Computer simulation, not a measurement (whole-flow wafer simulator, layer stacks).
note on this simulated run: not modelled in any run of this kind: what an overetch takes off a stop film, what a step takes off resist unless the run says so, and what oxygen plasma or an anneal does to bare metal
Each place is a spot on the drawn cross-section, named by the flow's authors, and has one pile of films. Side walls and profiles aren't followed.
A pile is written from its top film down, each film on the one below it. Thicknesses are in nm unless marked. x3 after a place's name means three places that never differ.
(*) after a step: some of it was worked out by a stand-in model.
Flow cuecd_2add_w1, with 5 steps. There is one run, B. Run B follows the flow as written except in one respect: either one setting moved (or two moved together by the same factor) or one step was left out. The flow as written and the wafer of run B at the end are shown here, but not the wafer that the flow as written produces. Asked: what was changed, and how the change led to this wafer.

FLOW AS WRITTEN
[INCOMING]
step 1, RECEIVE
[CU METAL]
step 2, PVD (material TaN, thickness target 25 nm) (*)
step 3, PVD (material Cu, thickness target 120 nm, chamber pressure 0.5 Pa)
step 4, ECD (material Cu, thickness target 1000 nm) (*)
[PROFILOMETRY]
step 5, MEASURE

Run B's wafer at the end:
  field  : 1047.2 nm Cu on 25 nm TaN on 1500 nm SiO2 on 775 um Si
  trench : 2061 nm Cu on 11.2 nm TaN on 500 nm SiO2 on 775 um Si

Cause: step 3, PVD: thickness target 47.2 nm was run, whereas the flow has thickness target 120 nm.

How this came from the change, step by step:
  step 3, PVD (material Cu, thickness target 120 nm, chamber pressure 0.5 Pa)
      field: +47.2 Cu (new film) (as written it would have been: +120 Cu (new film))
      trench: +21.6 Cu (new film) (as written it would have been: +53.6 Cu (new film))
